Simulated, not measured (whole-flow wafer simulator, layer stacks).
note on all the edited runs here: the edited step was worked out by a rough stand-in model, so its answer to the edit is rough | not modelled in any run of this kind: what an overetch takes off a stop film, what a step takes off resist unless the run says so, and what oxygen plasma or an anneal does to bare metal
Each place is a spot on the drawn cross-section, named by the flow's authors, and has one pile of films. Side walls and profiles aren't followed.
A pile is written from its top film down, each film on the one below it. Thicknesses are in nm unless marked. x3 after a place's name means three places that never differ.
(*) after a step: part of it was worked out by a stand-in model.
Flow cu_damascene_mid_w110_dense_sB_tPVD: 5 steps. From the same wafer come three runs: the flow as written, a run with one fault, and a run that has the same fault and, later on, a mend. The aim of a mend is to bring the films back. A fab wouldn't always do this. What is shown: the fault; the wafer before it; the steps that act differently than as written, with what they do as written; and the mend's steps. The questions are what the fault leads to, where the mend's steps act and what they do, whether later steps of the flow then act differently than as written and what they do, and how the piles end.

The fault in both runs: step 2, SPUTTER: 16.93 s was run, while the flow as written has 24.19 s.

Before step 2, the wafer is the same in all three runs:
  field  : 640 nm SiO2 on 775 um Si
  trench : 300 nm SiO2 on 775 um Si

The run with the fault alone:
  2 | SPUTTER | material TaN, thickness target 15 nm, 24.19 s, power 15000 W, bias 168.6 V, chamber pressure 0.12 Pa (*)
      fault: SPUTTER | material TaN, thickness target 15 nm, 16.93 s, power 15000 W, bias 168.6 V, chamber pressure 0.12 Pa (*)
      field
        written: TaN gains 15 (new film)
        fault: TaN gains 10.5 (new film)
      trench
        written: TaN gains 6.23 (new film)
        fault: TaN gains 4.36 (new film)
  Later steps of the flow that are run all act as written at every place that is followed, up to a difference of at most 2% or 0.5 nm, whichever is larger.
  By the end, the piles at field, trench depart from the flow's by more than 2% or 0.5 nm, whichever is larger.
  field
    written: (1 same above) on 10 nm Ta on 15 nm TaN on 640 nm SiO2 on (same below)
    fault: (1 same above) on 10 nm Ta on 10.5 nm TaN on 640 nm SiO2 on (same below)
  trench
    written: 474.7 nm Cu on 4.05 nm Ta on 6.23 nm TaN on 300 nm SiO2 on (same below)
    fault: 472 nm Cu on 4.1 nm Ta on 4.36 nm TaN on 300 nm SiO2 on (same below)

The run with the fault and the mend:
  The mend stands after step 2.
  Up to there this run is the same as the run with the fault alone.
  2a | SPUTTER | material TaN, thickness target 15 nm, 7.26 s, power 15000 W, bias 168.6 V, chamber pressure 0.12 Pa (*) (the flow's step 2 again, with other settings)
      field
        TaN gains 4.5
      trench
        TaN gains 1.8
  Later steps of the flow that are run all act as written at every place that is followed, up to a difference of at most 2% or 0.5 nm, whichever is larger.
  The piles end only slightly different from the flow's at the places that both follow, by no more than 2% or 0.5 nm, whichever is larger.
